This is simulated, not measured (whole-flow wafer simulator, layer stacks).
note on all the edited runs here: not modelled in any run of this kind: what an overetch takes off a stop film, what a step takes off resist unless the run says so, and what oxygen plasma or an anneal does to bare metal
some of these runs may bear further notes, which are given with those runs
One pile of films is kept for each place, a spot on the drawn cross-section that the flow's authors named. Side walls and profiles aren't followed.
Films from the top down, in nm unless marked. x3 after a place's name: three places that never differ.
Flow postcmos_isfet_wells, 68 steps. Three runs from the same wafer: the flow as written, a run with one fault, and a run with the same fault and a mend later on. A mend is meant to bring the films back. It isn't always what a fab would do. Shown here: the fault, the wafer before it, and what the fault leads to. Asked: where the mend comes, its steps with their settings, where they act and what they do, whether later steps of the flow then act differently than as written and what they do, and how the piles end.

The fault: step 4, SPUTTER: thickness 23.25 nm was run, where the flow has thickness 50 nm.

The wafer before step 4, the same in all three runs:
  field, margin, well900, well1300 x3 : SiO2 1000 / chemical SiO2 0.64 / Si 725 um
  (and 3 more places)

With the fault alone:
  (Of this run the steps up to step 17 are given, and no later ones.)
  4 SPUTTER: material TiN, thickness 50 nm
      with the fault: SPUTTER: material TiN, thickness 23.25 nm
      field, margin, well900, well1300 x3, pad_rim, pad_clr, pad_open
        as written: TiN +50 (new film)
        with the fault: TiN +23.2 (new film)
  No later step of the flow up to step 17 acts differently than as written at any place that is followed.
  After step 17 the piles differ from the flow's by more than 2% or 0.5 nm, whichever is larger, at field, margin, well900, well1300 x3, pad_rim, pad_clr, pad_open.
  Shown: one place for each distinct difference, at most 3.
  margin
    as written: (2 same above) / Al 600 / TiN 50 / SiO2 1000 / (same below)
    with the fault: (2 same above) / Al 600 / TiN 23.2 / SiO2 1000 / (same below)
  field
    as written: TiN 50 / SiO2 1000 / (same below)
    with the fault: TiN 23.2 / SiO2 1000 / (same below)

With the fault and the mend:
  The mend comes after step 4.
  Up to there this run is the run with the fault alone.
  4a ETCH: chemistry peroxide tin strip, depth target 26.74 nm
      field, margin, well900, well1300 x3, pad_rim, pad_clr, pad_open
        TiN -23.2 (all of it)
  4b SPUTTER: material TiN, thickness 50 nm (the flow's step 4 once more)
      field, margin, well900, well1300 x3, pad_rim, pad_clr, pad_open
        TiN +50 (new film)
  No later step of the flow acts differently than as written at any place that is followed.
  At the end the piles are the same as the flow's at every place that both follow.
